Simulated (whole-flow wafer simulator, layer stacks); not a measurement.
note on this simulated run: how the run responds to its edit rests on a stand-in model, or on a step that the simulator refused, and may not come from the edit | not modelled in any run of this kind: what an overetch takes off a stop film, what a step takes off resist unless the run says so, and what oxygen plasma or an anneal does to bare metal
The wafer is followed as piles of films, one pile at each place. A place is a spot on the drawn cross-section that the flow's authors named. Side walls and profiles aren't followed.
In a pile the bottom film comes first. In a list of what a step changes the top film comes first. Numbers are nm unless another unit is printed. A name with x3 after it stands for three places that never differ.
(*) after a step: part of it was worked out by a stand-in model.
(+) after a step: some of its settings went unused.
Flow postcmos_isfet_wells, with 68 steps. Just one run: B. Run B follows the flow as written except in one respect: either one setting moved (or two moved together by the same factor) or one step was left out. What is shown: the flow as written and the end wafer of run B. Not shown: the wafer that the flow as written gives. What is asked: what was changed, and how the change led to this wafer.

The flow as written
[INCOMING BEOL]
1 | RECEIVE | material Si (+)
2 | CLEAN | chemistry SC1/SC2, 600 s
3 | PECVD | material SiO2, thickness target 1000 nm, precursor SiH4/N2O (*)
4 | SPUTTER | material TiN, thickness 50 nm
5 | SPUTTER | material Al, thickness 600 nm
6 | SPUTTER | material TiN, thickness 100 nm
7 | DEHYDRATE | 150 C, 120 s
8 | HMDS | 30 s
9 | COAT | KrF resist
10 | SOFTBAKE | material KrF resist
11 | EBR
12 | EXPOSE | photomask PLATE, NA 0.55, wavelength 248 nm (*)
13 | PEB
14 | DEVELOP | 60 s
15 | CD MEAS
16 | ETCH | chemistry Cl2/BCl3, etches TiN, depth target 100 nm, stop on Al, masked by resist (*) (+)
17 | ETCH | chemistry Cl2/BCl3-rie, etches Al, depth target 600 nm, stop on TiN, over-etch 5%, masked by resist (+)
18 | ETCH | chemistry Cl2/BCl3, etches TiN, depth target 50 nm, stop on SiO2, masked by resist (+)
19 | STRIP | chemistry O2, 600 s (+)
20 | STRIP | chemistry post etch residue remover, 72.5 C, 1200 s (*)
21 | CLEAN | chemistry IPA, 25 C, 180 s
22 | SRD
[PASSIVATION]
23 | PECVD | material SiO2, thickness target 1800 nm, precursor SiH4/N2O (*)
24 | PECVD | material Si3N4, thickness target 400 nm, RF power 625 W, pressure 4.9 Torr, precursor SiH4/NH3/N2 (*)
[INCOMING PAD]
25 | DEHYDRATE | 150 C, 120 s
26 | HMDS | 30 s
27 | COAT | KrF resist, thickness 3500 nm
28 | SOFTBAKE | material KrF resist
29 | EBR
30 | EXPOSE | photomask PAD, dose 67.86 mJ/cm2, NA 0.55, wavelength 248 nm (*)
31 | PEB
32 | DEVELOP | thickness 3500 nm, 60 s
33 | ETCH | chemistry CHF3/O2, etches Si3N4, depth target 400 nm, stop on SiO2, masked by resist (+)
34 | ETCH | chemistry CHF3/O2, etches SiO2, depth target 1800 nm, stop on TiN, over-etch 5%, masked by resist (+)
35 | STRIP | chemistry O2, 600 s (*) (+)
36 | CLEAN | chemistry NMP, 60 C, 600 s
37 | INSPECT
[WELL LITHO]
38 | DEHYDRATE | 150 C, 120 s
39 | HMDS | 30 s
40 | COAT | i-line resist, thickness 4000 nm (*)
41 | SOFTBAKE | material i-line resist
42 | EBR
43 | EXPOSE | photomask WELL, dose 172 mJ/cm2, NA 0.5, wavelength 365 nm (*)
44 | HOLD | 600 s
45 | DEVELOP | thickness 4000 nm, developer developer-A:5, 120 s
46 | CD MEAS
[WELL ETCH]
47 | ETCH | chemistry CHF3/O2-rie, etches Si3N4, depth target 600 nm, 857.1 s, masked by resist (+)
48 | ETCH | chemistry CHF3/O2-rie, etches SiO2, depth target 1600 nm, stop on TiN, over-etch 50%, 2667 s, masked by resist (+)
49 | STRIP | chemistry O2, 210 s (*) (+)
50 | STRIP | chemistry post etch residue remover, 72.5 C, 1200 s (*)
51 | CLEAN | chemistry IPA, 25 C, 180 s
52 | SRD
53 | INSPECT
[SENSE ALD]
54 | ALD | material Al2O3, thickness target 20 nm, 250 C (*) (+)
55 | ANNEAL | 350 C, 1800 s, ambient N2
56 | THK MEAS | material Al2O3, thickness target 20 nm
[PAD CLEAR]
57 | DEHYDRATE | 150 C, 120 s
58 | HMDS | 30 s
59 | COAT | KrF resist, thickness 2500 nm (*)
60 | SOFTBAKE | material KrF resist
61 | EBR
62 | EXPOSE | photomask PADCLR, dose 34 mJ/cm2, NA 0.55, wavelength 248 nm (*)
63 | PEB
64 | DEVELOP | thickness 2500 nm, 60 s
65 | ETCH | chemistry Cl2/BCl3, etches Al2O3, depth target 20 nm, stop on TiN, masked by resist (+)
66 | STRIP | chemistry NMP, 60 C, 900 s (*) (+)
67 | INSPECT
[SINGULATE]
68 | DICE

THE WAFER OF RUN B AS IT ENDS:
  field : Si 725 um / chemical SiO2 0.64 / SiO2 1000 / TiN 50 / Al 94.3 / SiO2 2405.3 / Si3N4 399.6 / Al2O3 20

What caused this: step 17, ETCH: depth target 450 nm was run, whereas the flow has depth target 600 nm.

The path from the change to this, step by step:
  17 | ETCH | chemistry Cl2/BCl3-rie, etches Al, depth target 600 nm, stop on TiN, over-etch 5%, masked by resist (+)
      field: Al loses 450 (in the flow as written it would be: Al loses 600 (all of it))
      margin, well900, well1300 x3, pad_rim, pad_clr, pad_open: KrF resist loses 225 (in the flow as written it would be: KrF resist loses 300)
  18 | ETCH | chemistry Cl2/BCl3, etches TiN, depth target 50 nm, stop on SiO2, masked by resist (+)
      field: Al loses 50 (in the flow as written it would be: TiN loses 50 (all of it))
  19 | STRIP | chemistry O2, 600 s (+)
      margin, well900, well1300 x3, pad_rim, pad_clr, pad_open: KrF resist loses 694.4 (all of it) (in the flow as written it would be: KrF resist loses 619.4 (all of it))
  20 | STRIP | chemistry post etch residue remover, 72.5 C, 1200 s (*)
      field: Al loses 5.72 (in the flow as written it would be: nothing)
  23 | PECVD | material SiO2, thickness target 1800 nm, precursor SiH4/N2O (*)
      field: SiO2 gains 2405.3 (new film) (in the flow as written it would be: SiO2 gains 1800 (new film), void gains 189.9 (new film), SiO2 gains 559.7)
If metal films that touch count as one body, field has 1 body; the flow as written gives 0 bodies.
